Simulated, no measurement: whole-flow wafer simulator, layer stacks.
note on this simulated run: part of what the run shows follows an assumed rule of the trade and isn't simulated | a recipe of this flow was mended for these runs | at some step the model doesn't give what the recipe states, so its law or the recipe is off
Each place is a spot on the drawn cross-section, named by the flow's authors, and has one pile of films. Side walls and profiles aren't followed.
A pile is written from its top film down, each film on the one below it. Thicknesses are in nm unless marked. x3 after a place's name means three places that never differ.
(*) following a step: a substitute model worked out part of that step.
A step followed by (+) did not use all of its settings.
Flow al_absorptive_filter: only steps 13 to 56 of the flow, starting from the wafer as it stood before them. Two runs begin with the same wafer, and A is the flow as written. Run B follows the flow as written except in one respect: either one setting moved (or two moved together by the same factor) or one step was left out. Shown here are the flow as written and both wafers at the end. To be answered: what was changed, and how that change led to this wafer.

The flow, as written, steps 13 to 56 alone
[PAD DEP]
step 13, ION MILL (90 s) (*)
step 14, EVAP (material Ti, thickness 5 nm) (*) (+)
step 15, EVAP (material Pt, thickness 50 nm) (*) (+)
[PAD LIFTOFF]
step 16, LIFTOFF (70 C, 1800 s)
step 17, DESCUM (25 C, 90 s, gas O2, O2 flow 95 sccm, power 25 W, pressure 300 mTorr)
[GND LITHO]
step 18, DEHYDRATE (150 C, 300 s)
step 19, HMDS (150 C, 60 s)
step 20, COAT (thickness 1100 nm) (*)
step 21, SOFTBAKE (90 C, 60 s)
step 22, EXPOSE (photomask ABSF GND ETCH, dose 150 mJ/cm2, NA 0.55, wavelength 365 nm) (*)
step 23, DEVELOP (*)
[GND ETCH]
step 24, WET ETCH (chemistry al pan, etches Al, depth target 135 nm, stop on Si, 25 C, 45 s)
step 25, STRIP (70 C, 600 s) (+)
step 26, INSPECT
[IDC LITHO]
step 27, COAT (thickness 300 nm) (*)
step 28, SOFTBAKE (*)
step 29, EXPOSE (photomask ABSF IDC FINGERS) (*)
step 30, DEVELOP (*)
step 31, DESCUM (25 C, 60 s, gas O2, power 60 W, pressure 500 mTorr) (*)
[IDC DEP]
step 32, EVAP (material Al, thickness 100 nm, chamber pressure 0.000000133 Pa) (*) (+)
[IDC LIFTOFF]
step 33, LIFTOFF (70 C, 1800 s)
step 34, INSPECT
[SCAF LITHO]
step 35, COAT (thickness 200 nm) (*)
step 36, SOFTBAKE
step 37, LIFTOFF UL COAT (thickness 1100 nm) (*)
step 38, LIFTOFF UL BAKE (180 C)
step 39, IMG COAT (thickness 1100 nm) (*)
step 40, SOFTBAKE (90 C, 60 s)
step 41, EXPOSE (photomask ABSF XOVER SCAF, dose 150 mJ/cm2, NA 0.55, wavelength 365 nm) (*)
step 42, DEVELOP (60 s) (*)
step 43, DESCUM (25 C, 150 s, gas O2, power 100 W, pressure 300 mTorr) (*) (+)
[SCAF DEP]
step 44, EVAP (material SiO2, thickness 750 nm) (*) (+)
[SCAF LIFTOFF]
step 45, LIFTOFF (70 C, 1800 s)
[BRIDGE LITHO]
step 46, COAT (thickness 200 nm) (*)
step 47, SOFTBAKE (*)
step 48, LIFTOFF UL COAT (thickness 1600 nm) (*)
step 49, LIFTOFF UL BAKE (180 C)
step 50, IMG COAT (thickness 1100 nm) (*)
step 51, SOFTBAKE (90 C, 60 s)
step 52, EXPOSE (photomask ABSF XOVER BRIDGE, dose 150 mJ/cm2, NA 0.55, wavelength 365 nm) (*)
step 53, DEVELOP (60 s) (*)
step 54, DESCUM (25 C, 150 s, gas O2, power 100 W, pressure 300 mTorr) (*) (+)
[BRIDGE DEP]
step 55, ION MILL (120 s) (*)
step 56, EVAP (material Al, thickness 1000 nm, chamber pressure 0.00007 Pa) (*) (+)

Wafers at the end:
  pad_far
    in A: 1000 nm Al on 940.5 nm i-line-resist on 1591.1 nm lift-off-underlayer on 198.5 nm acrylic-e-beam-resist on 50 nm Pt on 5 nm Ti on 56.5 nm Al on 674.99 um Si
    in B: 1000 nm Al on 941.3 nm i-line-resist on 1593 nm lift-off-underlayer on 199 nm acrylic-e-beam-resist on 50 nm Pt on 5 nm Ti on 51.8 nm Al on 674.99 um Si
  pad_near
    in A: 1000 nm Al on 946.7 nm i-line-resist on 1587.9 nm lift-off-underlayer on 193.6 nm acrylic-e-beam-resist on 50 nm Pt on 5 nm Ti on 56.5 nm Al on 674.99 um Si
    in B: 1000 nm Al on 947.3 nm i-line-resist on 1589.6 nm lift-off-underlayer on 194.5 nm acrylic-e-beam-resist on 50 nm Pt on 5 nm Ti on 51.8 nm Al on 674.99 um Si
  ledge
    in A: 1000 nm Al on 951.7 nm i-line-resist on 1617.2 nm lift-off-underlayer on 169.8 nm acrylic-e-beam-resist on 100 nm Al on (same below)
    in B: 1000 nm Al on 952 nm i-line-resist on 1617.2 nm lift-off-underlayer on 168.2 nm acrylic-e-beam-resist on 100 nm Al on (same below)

What caused this: step 13, ION MILL: 104 s was run, though the flow has 90 s.

The path from the change to this, step by step:
  step 13, ION MILL (90 s) (*)
      gnd, ledge, res and 9 more: A -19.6 i-line-resist | B -22.7 i-line-resist
      pad_far, pad_near: A -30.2 Al | B -34.9 Al
